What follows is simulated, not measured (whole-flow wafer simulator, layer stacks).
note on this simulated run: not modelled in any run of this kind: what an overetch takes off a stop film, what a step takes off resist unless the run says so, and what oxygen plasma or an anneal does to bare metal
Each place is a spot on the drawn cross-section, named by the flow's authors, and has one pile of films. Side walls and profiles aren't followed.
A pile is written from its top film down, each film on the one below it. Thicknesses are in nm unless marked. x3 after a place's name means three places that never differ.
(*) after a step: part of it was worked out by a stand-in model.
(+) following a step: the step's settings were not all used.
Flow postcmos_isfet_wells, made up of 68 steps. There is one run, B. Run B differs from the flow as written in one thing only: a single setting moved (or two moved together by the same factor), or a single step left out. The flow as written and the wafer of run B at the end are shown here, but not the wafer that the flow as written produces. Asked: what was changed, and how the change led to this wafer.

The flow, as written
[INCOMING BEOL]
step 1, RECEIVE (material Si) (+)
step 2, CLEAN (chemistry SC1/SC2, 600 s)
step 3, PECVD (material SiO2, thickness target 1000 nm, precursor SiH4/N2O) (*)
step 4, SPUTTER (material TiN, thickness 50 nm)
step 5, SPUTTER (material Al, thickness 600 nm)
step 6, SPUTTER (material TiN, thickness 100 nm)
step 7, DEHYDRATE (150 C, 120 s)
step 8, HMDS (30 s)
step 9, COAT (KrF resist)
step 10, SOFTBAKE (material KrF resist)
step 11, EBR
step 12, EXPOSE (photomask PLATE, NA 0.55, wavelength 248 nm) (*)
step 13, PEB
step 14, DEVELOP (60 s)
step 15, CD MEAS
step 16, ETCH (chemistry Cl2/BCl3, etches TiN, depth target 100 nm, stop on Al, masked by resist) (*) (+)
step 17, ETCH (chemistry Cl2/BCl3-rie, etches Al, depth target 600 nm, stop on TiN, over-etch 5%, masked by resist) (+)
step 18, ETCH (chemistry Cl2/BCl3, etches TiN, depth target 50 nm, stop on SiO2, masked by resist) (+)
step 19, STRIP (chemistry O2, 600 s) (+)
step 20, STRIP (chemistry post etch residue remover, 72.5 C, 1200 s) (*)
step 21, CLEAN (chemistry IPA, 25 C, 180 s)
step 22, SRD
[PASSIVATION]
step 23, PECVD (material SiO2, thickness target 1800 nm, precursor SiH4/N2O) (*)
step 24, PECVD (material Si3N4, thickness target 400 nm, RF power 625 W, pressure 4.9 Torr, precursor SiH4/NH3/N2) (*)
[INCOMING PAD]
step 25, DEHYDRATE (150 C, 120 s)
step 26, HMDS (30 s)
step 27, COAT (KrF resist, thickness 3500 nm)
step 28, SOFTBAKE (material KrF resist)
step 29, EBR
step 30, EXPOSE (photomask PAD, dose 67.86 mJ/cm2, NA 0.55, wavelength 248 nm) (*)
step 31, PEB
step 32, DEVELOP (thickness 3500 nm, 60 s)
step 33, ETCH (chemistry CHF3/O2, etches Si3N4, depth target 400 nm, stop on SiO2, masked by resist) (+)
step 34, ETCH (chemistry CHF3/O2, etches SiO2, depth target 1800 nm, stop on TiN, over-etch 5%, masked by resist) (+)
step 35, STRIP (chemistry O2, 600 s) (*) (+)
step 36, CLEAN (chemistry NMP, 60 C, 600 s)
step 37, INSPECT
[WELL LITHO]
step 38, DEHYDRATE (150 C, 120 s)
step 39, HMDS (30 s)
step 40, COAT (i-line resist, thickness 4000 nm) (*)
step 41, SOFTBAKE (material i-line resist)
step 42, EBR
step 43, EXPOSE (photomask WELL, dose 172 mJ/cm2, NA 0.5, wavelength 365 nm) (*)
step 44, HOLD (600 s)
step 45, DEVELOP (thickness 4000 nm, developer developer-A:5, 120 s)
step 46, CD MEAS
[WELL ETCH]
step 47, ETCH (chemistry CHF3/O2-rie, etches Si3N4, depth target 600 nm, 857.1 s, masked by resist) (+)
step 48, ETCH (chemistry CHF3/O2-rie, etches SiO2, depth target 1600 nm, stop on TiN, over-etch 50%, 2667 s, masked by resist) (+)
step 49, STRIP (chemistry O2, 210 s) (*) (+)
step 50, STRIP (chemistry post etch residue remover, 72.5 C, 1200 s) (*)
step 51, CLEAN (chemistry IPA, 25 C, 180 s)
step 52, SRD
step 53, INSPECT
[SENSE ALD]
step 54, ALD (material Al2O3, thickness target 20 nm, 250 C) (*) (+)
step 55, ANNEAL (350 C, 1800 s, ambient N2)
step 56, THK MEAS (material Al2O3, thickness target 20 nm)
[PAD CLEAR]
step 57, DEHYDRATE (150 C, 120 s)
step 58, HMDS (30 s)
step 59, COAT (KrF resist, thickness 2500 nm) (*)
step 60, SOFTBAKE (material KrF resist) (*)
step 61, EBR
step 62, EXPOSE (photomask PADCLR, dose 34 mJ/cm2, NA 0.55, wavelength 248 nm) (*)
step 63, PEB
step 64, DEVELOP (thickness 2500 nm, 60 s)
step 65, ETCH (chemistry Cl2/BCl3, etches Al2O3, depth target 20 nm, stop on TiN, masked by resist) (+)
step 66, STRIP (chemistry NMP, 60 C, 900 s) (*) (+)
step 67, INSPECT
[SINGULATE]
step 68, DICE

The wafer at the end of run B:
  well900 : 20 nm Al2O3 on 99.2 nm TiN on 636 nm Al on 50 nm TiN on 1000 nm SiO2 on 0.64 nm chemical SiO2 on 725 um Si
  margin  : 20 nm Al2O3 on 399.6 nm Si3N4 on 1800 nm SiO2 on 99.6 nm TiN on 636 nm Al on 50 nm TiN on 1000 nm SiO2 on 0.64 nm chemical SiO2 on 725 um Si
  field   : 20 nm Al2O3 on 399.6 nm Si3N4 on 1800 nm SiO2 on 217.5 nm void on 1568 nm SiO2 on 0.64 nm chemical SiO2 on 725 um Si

Cause: step 5, SPUTTER: thickness 636 nm was run, while the flow as written has thickness 600 nm; step 17, ETCH: depth target 636 nm was run, where the flow has depth target 600 nm.
The wafer itself shows it: well900 has Al 636, and step 5 as written asks for 600 nm.

Step by step, how the change led to this:
  step 5, SPUTTER (material Al, thickness 600 nm)
      field, margin, well900 and 6 more: +636 Al (new film) (in the flow as written it would be: +600 Al (new film))
  step 17, ETCH (chemistry Cl2/BCl3-rie, etches Al, depth target 600 nm, stop on TiN, over-etch 5%, masked by resist) (+)
      margin, well900, well1300, well2000, well3000, pad_rim, pad_clr, pad_open: -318 KrF resist (in the flow as written it would be: -300 KrF resist)
      field: -636 Al (all of it) (in the flow as written it would be: -600 Al (all of it))
  step 19, STRIP (chemistry O2, 600 s) (+)
      margin, well900, well1300, well2000, well3000, pad_rim, pad_clr, pad_open: -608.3 KrF resist (all of it) (in the flow as written it would be: -626.3 KrF resist (all of it))
  step 23, PECVD (material SiO2, thickness target 1800 nm, precursor SiH4/N2O) (*)
      field: +1800 SiO2 (new film), +217.5 void (new film), +568 SiO2 (in the flow as written it would be: +1800 SiO2 (new film), +189.9 void (new film), +559.7 SiO2)
